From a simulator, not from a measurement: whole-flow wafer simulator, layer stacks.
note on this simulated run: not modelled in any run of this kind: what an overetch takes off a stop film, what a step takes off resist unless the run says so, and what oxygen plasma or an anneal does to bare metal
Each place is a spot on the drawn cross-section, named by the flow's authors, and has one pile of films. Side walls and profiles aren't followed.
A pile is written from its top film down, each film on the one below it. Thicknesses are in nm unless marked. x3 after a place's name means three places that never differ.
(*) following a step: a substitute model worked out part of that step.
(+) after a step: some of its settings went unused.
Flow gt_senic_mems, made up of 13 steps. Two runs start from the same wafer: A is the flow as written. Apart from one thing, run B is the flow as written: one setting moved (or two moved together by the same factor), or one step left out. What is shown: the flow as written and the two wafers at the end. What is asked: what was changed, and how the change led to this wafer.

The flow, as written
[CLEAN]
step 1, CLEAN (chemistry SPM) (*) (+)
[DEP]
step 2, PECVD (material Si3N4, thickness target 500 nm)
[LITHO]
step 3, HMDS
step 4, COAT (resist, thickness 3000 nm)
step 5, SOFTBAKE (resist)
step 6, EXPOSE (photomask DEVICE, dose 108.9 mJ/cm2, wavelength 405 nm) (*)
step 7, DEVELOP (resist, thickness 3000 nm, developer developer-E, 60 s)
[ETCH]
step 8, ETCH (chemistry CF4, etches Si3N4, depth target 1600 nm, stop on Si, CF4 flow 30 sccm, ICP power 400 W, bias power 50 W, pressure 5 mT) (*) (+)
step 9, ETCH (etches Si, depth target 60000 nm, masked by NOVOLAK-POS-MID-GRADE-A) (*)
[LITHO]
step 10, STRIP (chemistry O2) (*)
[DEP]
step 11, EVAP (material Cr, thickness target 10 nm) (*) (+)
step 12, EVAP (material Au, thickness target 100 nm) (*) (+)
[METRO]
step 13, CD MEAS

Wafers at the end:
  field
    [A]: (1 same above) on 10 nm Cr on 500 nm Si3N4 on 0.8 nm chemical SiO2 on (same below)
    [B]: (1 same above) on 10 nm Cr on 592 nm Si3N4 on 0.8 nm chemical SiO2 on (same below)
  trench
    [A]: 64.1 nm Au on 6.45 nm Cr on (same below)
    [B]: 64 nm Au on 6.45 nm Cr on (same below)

The reason: step 2, PECVD: thickness target 592 nm was run, whereas the flow has thickness target 500 nm.
The wafer itself shows it: field has Si3N4 592, and step 2 as written asks for 500 nm.

Step by step, how the change led to this:
  step 2, PECVD (material Si3N4, thickness target 500 nm)
      field, trench: A Si3N4 gains 500 (new film) | B Si3N4 gains 592 (new film)
  step 8, ETCH (chemistry CF4, etches Si3N4, depth target 1600 nm, stop on Si, CF4 flow 30 sccm, ICP power 400 W, bias power 50 W, pressure 5 mT) (*) (+)
      field: A resist loses 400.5 | B resist loses 461.9
      trench: A Si3N4 loses 500 (all of it), chemical SiO2 loses 0.8 (all of it) | B Si3N4 loses 592 (all of it), chemical SiO2 loses 0.8 (all of it)
  step 10, STRIP (chemistry O2) (*)
      field: A resist loses 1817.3 (all of it) | B resist loses 1756 (all of it)
